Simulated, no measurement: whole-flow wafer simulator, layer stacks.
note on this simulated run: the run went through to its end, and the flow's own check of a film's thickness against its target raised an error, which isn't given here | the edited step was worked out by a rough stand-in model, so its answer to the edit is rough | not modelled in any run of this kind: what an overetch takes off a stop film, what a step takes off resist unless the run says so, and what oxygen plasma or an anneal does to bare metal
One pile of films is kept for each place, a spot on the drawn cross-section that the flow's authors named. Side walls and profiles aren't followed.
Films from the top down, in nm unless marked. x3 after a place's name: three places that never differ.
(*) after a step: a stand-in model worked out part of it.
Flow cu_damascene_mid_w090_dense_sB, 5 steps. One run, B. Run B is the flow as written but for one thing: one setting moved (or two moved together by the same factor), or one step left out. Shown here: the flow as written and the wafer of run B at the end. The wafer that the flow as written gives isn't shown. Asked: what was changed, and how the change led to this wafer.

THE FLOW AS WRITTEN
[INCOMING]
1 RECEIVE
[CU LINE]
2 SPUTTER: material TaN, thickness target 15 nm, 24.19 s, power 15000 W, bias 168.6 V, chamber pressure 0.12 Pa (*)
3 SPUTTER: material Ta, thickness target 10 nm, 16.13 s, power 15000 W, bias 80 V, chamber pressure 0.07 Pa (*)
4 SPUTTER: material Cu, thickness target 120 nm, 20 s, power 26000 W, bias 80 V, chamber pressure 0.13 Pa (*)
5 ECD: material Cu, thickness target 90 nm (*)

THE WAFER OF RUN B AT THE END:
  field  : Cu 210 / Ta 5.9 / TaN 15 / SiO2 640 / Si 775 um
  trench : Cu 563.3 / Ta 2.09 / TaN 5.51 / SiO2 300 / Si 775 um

The cause: step 3, SPUTTER: thickness target 5.9 nm was run, where the flow has thickness target 10 nm; step 3, SPUTTER: 9.549 s was run, where the flow has 16.13 s.
It can be read off the wafer: field has Ta 5.9, and step 3 as written asks for 10 nm.

How the change led to this, step by step:
  3 SPUTTER: material Ta, thickness target 10 nm, 16.13 s, power 15000 W, bias 80 V, chamber pressure 0.07 Pa (*)
      field: Ta +5.9 (new film) (as written it would be: Ta +10 (new film))
      trench: Ta +2.09 (new film) (as written it would be: Ta +3.55 (new film))
